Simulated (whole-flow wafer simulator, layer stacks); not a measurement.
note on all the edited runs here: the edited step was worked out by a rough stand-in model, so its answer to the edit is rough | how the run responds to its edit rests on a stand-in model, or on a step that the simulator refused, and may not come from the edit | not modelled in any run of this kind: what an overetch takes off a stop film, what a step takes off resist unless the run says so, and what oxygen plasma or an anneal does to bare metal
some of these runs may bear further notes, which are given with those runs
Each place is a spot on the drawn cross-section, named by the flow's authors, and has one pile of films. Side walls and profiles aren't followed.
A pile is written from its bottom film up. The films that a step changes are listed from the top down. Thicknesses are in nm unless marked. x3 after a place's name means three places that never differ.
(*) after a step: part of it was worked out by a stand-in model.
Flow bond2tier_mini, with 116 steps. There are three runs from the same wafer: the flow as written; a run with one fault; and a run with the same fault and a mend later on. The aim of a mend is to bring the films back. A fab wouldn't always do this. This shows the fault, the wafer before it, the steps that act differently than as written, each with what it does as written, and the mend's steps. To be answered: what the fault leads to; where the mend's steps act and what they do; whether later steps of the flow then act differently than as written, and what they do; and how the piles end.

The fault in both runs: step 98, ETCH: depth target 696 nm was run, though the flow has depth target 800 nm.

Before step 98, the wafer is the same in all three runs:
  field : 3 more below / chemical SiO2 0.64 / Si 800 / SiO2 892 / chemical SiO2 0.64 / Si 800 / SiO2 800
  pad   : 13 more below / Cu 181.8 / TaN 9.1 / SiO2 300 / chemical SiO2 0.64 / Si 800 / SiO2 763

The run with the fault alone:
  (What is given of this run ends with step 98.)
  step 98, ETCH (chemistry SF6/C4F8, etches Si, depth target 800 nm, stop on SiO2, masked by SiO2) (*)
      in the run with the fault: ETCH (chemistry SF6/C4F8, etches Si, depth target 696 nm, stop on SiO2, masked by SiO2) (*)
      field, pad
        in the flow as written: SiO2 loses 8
        in the run with the fault: SiO2 loses 6.96
  Once step 98 is done, the piles differ only a little from the flow's at the places that both follow, at most by 2% or 0.5 nm, whichever is larger.

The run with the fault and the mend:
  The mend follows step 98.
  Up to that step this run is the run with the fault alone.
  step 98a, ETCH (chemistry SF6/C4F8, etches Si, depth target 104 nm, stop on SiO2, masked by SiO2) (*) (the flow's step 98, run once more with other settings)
      field, pad
        SiO2 loses 1.04
  Later steps of the flow that are run all act as written at every place that is followed.
  At every place that both follow, the piles at the end match the flow's.
